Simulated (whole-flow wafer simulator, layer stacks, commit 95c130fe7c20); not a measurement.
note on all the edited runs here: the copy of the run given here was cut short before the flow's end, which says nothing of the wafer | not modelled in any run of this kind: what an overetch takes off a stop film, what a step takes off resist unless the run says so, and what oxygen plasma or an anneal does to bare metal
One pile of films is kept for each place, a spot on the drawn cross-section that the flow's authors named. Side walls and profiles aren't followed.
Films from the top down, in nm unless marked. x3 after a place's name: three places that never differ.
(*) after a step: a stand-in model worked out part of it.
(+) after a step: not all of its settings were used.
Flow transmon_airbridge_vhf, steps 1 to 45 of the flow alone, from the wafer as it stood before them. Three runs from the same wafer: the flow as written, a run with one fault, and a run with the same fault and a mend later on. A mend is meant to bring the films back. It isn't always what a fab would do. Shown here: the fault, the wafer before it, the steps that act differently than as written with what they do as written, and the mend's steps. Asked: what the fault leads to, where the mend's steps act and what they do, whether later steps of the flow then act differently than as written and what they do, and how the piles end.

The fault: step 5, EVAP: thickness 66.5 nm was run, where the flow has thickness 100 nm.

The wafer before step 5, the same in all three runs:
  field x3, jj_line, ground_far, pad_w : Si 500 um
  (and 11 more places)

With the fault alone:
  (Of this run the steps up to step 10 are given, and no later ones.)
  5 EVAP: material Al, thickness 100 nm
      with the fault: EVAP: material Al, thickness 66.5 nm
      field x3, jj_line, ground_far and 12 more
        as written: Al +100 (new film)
        with the fault: Al +66.5 (new film)
  No later step of the flow up to step 10 acts differently than as written at any place that is followed.
  After step 10 the piles differ from the flow's by more than 2% or 0.5 nm, whichever is larger, at field x3, jj_line, ground_far and 12 more.
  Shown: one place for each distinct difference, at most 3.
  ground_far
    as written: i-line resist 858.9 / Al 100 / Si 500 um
    with the fault: i-line resist 858.9 / Al 66.5 / Si 500 um
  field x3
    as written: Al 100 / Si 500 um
    with the fault: Al 66.5 / Si 500 um

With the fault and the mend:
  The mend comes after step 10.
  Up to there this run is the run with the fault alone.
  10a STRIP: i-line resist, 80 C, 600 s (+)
      ground_far, pad_w, flank_w and 8 more
        i-line resist -858.9 (all of it)
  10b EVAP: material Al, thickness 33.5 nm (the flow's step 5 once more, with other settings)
      field x3, jj_line, ground_far and 12 more
        Al +33.5
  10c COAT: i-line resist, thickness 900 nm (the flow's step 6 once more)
      field x3, jj_line, ground_far and 12 more
        i-line resist +900 (new film)
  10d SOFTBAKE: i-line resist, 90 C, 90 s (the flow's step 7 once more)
      changes no film at any place that is followed
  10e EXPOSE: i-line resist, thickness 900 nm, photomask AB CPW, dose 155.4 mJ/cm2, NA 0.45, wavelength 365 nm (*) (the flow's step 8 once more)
      changes no film at any place that is followed
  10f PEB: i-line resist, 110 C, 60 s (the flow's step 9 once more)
      field x3, jj_line, ground_far and 12 more
        i-line resist -41
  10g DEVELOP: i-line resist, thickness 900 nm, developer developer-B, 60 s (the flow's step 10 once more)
      ground_far, pad_w, flank_w and 8 more
        i-line resist -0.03
      field x3, jj_line, gap_w, gap_e
        i-line resist -859 (all of it)
  No later step of the flow acts differently than as written at any place that is followed.
  At the end the piles are the same as the flow's at every place that both follow.
